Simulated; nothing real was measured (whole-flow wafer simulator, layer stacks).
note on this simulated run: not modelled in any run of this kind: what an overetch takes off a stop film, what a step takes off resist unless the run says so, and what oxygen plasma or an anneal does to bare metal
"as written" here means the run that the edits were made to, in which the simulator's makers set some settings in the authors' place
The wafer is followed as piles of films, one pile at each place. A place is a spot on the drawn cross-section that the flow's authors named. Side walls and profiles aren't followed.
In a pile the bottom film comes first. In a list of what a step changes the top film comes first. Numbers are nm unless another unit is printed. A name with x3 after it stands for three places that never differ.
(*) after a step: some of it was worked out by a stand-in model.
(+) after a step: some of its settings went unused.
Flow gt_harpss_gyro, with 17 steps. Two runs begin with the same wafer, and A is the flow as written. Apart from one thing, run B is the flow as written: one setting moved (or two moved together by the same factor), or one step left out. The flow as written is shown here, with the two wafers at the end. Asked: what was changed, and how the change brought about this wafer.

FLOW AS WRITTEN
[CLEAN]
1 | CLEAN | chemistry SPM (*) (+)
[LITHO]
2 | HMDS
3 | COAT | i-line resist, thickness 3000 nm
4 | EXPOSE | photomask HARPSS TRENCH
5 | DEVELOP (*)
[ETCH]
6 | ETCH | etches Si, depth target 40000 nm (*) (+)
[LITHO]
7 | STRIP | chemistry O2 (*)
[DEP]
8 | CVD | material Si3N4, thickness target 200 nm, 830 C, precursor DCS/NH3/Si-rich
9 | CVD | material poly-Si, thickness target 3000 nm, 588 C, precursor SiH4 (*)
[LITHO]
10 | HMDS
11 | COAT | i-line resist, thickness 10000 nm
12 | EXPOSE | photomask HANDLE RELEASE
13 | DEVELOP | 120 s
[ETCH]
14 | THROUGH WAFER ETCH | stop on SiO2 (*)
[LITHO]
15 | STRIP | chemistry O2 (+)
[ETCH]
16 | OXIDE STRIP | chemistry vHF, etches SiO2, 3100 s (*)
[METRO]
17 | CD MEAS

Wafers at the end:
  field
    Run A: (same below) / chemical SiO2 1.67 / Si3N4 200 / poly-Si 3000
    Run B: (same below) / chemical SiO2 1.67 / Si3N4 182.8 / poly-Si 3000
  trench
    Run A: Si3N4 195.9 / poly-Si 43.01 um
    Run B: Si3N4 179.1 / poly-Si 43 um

The reason: step 8, CVD: thickness target 182.8 nm was run, while the flow as written has thickness target 200 nm.
The wafer lets one read it off: field has Si3N4 182.8, and step 8 as written asks for 200 nm.

The path from the change to this, step by step:
  8 | CVD | material Si3N4, thickness target 200 nm, 830 C, precursor DCS/NH3/Si-rich
      field: A +200 Si3N4 (new film) | B +182.8 Si3N4 (new film)
      trench: A +195.9 Si3N4 (new film) | B +179.1 Si3N4 (new film)
  9 | CVD | material poly-Si, thickness target 3000 nm, 588 C, precursor SiH4 (*)
      trench: A +43.01 um poly-Si (new film) | B +43 um poly-Si (new film)
